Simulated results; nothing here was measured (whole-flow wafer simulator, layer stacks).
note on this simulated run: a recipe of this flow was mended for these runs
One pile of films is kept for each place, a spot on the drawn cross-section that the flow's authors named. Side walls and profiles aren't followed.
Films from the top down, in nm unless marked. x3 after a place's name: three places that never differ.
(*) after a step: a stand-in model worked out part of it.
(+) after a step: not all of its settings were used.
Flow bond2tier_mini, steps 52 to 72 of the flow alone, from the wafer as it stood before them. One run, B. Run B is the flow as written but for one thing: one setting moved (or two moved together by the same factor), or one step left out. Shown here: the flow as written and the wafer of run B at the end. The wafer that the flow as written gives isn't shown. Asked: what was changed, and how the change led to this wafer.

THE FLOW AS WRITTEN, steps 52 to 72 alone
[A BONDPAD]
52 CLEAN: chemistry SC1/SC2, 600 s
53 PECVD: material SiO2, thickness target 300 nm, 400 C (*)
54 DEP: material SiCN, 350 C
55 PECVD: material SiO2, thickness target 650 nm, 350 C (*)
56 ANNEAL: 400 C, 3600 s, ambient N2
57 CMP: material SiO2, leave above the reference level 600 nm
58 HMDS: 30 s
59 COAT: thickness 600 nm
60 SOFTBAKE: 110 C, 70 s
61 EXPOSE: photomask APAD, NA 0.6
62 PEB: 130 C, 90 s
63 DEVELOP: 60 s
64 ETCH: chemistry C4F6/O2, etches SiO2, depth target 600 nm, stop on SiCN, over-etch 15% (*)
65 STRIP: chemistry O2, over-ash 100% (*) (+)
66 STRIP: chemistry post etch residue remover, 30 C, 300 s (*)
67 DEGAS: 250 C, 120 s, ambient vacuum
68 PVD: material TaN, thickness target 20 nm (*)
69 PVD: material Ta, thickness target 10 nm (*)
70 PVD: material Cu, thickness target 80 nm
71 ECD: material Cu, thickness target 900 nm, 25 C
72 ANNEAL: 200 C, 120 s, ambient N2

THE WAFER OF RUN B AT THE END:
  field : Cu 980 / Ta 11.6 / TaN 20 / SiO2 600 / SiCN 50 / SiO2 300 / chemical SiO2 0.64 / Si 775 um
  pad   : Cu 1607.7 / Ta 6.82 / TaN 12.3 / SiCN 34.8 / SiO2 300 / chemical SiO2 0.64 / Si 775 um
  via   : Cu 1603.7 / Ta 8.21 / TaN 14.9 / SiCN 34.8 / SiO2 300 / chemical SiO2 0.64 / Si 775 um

The cause: step 69, PVD: thickness target 11.6 nm was run, where the flow has thickness target 10 nm.
It can be read off the wafer: field has Ta 11.6, and step 69 as written asks for 10 nm.

How the change led to this, step by step:
  69 PVD: material Ta, thickness target 10 nm (*)
      field: Ta +11.6 (new film) (as written it would be: Ta +10 (new film))
      pad: Ta +6.82 (new film) (as written it would be: Ta +5.88 (new film))
      (and at 1 more place)
